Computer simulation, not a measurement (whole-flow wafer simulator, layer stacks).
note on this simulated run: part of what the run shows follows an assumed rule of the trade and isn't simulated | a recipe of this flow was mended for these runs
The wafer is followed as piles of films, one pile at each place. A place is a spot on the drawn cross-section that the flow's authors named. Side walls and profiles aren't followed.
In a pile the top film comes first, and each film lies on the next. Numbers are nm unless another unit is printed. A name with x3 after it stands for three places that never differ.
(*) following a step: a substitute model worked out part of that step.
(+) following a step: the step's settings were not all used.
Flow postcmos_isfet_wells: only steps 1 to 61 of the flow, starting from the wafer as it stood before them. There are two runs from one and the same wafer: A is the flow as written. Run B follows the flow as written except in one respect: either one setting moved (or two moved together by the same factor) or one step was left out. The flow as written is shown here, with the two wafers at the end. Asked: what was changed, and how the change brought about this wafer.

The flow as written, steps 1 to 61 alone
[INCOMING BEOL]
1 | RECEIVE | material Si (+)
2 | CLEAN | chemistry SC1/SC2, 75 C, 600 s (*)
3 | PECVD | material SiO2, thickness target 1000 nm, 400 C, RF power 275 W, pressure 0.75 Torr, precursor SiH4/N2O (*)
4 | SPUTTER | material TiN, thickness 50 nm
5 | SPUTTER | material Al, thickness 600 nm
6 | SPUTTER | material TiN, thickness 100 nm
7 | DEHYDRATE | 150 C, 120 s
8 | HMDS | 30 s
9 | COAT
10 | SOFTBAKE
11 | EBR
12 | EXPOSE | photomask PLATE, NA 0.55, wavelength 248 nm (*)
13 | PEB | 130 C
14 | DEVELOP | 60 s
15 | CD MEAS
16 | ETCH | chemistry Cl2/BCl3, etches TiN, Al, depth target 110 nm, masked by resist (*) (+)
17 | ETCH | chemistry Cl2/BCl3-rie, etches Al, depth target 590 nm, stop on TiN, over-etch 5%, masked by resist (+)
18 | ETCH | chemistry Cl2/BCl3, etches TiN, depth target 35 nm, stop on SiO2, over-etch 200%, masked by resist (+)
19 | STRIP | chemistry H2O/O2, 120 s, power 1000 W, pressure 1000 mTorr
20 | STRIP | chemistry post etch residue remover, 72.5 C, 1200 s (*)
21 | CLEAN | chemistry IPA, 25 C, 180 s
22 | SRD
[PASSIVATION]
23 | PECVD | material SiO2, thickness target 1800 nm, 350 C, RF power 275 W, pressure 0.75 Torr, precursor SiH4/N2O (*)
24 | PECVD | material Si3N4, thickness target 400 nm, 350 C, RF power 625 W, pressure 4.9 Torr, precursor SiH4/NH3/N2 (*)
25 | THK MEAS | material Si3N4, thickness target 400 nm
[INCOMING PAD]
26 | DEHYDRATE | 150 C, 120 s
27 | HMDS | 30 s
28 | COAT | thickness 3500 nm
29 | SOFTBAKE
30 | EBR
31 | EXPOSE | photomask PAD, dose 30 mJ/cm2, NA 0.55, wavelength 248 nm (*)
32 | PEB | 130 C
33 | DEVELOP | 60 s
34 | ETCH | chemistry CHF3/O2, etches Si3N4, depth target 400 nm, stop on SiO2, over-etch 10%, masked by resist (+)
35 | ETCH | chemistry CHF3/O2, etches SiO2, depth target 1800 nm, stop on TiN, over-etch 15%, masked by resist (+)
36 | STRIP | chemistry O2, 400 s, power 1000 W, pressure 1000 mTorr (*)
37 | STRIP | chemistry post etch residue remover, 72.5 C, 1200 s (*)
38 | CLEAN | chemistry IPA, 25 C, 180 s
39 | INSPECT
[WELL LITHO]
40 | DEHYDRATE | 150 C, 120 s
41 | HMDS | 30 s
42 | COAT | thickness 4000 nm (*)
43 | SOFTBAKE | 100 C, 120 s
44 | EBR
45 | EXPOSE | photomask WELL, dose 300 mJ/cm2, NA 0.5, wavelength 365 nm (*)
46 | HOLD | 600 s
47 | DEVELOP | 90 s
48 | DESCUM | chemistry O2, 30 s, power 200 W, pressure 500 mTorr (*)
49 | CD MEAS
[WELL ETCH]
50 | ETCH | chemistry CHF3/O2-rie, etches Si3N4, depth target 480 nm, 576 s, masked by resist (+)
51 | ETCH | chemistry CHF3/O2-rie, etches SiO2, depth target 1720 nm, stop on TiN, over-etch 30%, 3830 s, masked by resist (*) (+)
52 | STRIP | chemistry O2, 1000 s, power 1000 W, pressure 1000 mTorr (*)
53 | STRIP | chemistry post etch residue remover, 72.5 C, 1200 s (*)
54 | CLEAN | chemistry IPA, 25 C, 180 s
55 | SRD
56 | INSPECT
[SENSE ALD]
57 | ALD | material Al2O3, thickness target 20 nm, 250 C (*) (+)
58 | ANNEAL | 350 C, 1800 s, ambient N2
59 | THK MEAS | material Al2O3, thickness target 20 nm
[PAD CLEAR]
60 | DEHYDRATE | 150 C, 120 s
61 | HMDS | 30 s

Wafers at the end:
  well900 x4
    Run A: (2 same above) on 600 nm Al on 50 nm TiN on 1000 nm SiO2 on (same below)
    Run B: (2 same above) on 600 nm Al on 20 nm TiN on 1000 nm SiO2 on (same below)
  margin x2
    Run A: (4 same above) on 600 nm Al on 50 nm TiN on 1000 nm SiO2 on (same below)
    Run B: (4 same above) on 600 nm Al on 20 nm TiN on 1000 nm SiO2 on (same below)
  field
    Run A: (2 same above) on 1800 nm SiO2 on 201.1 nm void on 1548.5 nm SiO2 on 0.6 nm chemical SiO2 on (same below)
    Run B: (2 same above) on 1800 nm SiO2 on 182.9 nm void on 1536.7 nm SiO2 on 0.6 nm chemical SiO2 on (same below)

Cause: step 4, SPUTTER: thickness 20 nm was run, whereas the flow has thickness 50 nm.
One can read it off the wafer: well900 x4 has TiN 20, and step 4 as written asks for 50 nm.

How this came from the change, step by step:
  4 | SPUTTER | material TiN, thickness 50 nm
      field, margin x2, well900 x4, pad_clr, pad_open: A +50 TiN (new film) | B +20 TiN (new film)
  18 | ETCH | chemistry Cl2/BCl3, etches TiN, depth target 35 nm, stop on SiO2, over-etch 200%, masked by resist (+)
      margin x2, well900 x4, pad_clr, pad_open: A -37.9 thick-KrF-resist | B -1.88 thick-KrF-resist
      field: A -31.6 TiN (all of it), -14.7 SiO2 | B -1.56 TiN (all of it), -20.7 SiO2
  19 | STRIP | chemistry H2O/O2, 120 s, power 1000 W, pressure 1000 mTorr
      margin x2, well900 x4, pad_clr, pad_open: A -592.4 thick-KrF-resist (all of it) | B -628.4 thick-KrF-resist (all of it)
  23 | PECVD | material SiO2, thickness target 1800 nm, 350 C, RF power 275 W, pressure 0.75 Torr, precursor SiH4/N2O (*)
      field: A +1800 SiO2 (new film), +201.1 void (new film), +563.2 SiO2 | B +1800 SiO2 (new film), +182.9 void (new film), +557.4 SiO2
